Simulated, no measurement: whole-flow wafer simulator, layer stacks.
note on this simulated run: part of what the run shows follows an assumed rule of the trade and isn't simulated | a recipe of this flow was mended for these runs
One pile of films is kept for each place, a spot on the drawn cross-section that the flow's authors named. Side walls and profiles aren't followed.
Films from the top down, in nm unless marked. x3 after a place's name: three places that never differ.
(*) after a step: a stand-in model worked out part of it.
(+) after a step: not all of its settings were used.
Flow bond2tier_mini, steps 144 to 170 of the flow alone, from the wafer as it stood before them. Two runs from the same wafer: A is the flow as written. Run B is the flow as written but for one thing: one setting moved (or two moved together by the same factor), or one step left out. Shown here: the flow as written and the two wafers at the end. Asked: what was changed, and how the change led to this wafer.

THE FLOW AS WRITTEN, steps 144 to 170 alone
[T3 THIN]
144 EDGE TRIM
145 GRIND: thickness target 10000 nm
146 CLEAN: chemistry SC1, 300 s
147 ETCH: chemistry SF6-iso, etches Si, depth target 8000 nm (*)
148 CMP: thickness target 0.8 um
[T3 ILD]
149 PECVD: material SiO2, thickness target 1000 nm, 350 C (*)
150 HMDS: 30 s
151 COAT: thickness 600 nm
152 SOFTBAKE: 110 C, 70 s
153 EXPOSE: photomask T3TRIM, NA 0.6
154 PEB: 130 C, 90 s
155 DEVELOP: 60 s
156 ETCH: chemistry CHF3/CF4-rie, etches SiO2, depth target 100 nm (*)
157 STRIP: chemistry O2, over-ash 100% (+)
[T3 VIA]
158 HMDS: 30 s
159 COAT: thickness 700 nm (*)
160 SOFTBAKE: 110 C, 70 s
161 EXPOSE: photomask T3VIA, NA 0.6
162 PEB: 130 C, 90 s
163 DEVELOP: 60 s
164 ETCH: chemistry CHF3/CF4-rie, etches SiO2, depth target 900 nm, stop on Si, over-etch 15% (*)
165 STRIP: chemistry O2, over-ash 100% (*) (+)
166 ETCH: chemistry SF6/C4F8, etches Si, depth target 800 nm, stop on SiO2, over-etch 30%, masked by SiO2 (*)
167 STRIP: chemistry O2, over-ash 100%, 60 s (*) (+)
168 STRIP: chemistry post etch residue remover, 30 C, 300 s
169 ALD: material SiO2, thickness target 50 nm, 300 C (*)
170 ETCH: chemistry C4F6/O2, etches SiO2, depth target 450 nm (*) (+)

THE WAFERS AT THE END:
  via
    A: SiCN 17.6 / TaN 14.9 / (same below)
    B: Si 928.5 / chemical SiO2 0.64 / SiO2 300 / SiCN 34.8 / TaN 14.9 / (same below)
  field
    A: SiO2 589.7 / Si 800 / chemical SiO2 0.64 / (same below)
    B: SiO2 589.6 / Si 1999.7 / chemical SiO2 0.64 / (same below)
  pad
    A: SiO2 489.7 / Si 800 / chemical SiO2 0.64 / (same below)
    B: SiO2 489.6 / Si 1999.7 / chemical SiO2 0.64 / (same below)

The cause: step 148, CMP: thickness target 0.8 um, was left out.

How the change led to this, step by step:
  166 ETCH: chemistry SF6/C4F8, etches Si, depth target 800 nm, stop on SiO2, over-etch 30%, masked by SiO2 (*)
      via: A Si -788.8 (all of it), chemical SiO2 -0.64 (all of it), SiO2 -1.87 | B Si -1040
  169 ALD: material SiO2, thickness target 50 nm, 300 C (*)
      via: A SiO2 +50 | B SiO2 +50 (new film)
  170 ETCH: chemistry C4F6/O2, etches SiO2, depth target 450 nm (*) (+)
      via: A SiO2 -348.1 (all of it), SiCN -17.2 | B SiO2 -50 (all of it), Si -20
